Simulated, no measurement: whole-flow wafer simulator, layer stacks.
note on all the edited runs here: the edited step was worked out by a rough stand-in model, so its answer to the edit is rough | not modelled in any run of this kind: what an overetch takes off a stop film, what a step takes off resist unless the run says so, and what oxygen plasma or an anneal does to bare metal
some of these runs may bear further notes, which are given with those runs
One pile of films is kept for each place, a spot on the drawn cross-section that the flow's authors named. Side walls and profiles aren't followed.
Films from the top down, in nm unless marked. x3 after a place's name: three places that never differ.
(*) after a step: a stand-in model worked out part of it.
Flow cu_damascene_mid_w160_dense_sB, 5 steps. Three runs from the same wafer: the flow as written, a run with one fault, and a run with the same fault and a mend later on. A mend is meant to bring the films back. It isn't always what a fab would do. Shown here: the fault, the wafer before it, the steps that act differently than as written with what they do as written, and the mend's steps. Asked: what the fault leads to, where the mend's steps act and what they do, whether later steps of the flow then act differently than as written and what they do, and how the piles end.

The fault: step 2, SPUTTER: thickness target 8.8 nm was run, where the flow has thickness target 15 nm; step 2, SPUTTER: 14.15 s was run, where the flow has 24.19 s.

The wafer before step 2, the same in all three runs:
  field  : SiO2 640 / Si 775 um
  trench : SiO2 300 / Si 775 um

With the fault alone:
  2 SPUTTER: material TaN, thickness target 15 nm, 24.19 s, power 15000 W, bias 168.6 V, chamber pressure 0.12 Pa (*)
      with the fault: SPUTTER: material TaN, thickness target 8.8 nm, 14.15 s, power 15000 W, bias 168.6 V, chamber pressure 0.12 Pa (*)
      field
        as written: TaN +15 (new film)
        with the fault: TaN +8.8 (new film)
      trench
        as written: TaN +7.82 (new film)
        with the fault: TaN +4.59 (new film)
  No later step of the flow acts differently than as written, at any place that is followed, by more than 2% or 0.5 nm, whichever is larger.
  At the end the piles differ from the flow's by more than 2% or 0.5 nm, whichever is larger, at field, trench.
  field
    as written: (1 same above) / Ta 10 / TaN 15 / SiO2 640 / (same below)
    with the fault: (1 same above) / Ta 10 / TaN 8.8 / SiO2 640 / (same below)
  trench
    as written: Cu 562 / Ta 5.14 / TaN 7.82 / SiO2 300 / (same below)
    with the fault: Cu 559 / Ta 5.21 / TaN 4.59 / SiO2 300 / (same below)

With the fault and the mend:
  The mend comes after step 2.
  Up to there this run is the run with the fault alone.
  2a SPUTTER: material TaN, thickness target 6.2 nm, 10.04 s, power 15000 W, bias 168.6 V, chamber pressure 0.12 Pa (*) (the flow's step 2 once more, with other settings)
      field
        TaN +6.2
      trench
        TaN +3.16
  No later step of the flow acts differently than as written, at any place that is followed, by more than 2% or 0.5 nm, whichever is larger.
  At the end the piles differ from the flow's only slightly at the places that both follow, by at most 2% or 0.5 nm, whichever is larger.
